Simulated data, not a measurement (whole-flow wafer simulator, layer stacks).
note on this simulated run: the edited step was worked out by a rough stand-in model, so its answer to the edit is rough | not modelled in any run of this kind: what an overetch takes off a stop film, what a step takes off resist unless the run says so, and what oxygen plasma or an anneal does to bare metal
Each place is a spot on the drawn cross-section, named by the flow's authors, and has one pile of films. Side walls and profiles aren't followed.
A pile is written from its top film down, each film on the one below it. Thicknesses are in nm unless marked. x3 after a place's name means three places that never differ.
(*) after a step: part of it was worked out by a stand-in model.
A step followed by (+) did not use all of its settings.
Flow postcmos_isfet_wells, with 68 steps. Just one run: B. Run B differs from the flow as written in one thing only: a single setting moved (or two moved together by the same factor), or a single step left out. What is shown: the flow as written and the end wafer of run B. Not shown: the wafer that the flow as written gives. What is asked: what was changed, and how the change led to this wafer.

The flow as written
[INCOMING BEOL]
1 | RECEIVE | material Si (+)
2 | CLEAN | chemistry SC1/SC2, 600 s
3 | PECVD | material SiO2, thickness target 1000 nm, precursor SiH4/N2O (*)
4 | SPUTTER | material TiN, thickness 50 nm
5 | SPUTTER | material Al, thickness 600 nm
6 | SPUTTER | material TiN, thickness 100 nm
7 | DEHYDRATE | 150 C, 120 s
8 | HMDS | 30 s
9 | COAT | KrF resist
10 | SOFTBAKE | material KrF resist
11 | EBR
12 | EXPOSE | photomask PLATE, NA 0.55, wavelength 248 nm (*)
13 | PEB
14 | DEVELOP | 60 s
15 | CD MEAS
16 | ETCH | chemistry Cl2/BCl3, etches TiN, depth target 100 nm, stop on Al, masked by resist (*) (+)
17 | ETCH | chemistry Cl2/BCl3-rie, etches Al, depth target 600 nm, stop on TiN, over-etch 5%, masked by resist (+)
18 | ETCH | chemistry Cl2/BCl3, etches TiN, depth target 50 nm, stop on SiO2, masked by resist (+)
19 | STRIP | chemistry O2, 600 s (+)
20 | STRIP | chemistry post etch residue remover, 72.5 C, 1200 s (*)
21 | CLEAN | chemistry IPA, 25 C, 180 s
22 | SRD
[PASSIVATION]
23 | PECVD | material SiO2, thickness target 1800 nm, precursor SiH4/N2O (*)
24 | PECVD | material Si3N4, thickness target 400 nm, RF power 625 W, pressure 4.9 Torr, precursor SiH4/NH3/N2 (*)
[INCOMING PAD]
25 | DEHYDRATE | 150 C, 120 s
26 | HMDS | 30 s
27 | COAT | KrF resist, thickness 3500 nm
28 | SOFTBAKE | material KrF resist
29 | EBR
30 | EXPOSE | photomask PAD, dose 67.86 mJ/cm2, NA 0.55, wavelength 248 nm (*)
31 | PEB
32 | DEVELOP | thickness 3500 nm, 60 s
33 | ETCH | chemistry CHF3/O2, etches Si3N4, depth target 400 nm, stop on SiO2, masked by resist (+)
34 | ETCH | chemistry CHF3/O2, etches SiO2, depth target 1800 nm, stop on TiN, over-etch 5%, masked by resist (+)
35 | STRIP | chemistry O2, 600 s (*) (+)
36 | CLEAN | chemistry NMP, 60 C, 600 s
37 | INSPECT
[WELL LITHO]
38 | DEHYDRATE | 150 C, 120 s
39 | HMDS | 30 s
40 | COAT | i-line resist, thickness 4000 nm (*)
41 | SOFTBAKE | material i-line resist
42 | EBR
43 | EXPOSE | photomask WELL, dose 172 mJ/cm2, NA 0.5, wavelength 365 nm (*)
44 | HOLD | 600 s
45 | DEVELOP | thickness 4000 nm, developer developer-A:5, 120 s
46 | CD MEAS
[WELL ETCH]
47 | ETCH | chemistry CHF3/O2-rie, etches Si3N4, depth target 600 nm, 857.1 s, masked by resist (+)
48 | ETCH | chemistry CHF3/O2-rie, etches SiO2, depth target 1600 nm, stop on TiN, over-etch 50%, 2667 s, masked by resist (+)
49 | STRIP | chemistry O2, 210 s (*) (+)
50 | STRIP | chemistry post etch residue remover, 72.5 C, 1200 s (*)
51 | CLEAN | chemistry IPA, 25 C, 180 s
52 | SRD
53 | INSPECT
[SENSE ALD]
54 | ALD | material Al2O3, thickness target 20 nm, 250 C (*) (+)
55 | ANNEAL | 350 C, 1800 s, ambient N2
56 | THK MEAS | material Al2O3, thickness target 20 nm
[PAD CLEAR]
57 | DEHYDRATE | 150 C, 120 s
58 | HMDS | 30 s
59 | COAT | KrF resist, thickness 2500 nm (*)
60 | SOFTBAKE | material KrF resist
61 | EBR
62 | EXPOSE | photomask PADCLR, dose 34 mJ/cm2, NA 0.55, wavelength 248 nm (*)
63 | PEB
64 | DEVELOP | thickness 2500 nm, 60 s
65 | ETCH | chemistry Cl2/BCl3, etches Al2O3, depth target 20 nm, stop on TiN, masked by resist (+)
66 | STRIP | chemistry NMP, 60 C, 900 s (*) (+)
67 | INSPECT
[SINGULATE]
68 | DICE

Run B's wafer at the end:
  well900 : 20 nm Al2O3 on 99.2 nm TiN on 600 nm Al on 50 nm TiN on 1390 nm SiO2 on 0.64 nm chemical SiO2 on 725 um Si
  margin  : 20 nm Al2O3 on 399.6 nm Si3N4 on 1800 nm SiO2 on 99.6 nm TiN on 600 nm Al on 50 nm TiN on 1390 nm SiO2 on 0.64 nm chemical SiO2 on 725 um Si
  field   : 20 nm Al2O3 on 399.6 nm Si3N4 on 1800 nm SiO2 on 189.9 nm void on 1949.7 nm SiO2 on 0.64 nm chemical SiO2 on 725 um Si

What caused this: step 3, PECVD: thickness target 1390 nm was run, while the flow as written has thickness target 1000 nm.
One can read it off the wafer: well900 has SiO2 1390, and step 3 as written asks for 1000 nm.

The path from the change to this, step by step:
  3 | PECVD | material SiO2, thickness target 1000 nm, precursor SiH4/N2O (*)
      field, margin, well900, well1300 x3, pad_rim, pad_clr, pad_open: SiO2 gains 1390 (new film) (it would be, as written: SiO2 gains 1000 (new film))
